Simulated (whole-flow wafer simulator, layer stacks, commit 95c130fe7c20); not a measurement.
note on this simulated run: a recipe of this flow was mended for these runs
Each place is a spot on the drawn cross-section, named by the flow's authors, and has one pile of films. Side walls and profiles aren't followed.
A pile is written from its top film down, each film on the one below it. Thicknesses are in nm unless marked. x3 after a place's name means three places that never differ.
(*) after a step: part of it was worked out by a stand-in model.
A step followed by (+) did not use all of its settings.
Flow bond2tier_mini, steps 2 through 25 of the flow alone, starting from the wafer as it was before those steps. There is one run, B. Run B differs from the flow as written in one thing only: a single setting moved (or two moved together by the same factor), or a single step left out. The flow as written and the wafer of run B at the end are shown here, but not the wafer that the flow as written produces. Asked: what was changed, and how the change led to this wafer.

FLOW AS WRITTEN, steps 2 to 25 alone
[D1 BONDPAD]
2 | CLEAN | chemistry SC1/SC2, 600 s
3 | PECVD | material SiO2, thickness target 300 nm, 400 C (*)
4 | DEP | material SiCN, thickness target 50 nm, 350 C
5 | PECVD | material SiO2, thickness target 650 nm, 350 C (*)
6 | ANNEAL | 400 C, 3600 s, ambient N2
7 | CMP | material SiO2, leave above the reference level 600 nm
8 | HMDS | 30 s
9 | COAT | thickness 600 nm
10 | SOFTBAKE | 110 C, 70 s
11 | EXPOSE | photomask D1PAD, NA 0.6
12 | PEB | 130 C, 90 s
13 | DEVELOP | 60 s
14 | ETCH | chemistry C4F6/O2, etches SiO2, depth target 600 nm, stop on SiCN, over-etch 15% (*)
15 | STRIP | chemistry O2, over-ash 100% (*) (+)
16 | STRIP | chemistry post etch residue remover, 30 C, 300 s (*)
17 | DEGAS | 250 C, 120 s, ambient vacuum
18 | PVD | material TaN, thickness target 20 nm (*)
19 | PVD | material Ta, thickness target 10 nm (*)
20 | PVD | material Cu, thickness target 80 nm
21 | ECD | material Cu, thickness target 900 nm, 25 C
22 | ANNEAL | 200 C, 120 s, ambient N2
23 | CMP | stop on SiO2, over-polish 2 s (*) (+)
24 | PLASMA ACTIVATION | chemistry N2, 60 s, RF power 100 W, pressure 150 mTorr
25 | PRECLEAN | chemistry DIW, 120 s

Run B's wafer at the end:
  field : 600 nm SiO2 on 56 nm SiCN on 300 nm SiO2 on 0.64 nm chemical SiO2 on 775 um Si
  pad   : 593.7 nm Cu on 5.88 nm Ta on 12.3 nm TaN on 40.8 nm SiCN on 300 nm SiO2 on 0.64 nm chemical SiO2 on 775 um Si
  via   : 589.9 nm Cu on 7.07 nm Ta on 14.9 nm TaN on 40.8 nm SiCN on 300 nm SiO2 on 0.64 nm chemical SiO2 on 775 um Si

Cause: step 4, DEP: thickness target 56 nm was run, though the flow has thickness target 50 nm.
The wafer lets one read it off: field has SiCN 56, and step 4 as written asks for 50 nm.

The path from the change to this, step by step:
  4 | DEP | material SiCN, thickness target 50 nm, 350 C
      field, pad, via: SiCN gains 56 (new film) (in the flow as written it would be: SiCN gains 50 (new film))
